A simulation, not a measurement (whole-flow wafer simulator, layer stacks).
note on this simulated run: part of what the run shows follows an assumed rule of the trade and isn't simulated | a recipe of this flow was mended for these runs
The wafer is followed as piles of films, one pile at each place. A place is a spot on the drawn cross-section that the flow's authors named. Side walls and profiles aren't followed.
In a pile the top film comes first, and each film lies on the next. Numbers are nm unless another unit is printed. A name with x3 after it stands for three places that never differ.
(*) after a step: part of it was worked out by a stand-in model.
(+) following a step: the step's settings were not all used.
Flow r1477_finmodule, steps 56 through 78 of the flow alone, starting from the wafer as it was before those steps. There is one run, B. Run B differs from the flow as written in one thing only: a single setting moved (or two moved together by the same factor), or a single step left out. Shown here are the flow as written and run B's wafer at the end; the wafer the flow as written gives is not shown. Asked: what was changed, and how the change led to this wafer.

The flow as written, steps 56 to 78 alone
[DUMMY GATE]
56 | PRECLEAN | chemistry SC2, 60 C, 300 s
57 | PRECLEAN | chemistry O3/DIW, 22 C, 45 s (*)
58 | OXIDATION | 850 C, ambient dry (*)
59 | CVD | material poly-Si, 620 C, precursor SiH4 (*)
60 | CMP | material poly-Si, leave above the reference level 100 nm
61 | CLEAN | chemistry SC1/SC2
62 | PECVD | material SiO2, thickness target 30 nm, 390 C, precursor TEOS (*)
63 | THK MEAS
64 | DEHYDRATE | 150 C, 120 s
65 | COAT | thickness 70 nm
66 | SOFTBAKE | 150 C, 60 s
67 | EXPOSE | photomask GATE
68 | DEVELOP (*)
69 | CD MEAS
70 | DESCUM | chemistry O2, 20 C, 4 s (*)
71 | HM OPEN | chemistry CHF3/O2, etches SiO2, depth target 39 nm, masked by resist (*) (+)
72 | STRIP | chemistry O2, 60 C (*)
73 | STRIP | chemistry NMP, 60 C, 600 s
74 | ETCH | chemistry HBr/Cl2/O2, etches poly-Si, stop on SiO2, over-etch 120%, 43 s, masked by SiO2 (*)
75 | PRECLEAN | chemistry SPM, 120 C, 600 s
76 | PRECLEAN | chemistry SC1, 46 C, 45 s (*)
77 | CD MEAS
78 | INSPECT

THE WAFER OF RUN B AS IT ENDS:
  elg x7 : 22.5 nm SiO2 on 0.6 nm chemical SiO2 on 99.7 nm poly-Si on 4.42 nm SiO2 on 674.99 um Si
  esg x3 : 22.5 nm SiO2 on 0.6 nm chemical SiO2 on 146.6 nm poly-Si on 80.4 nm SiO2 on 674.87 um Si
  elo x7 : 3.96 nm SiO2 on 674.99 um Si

What caused this: step 58, OXIDATION: 881 C was run, while the flow as written has 850 C.

How this came from the change, step by step:
  58 | OXIDATION | 850 C, ambient dry (*)
      elg x7, elo x7: SiO2 gains 4.42 (new film), chemical SiO2 loses 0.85 (all of it), Si loses 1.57 (as written it would have been: SiO2 gains 3 (new film), chemical SiO2 loses 0.85 (all of it), Si loses 0.95)
  60 | CMP | material poly-Si, leave above the reference level 100 nm
      pad, padg: poly-Si loses 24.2 (as written it would have been: poly-Si loses 24.8)
